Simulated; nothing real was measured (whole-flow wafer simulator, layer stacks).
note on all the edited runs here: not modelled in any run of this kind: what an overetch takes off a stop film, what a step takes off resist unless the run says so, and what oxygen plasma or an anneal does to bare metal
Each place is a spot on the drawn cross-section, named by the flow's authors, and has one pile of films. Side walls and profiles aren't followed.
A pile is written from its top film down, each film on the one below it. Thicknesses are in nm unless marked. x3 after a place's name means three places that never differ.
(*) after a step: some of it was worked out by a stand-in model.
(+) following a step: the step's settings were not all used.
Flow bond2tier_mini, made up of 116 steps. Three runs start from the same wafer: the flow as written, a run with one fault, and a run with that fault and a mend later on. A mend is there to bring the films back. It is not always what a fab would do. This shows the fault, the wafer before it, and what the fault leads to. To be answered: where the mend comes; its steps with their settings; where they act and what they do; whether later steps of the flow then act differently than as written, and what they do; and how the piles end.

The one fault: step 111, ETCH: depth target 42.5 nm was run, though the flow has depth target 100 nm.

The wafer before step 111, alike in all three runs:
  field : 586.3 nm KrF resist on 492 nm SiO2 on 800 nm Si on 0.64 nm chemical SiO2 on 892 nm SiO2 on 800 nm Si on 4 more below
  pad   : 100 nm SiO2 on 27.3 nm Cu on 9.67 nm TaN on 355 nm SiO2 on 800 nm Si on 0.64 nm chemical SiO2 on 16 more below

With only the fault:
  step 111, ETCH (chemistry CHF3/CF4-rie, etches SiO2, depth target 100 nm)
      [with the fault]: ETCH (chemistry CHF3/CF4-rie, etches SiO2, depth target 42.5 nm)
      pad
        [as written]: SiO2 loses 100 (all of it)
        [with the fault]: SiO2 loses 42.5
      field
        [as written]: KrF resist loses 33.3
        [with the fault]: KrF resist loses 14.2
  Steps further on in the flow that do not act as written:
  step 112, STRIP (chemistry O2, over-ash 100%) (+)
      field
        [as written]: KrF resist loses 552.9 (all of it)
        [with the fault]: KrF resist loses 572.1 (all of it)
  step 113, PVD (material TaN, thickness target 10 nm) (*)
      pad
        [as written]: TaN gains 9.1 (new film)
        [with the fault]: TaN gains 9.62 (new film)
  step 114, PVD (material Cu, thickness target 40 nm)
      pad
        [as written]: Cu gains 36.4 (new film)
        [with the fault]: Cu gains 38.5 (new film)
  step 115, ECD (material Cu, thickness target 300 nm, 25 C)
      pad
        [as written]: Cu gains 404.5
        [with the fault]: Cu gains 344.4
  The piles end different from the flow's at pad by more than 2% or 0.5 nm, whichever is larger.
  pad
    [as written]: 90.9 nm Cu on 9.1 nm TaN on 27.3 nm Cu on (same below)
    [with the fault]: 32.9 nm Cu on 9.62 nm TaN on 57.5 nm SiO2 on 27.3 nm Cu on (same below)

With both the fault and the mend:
  The mend follows step 111.
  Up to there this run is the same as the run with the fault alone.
  step 111a, ETCH (chemistry CHF3/CF4-rie, etches SiO2, depth target 57.5 nm) (a further turn of the flow's step 111, with different settings)
      field
        KrF resist loses 19.2
      pad
        SiO2 loses 57.5 (all of it)
  Later steps of the flow that are run all act as written at every place that is followed.
  At every place that both follow, the piles at the end match the flow's.
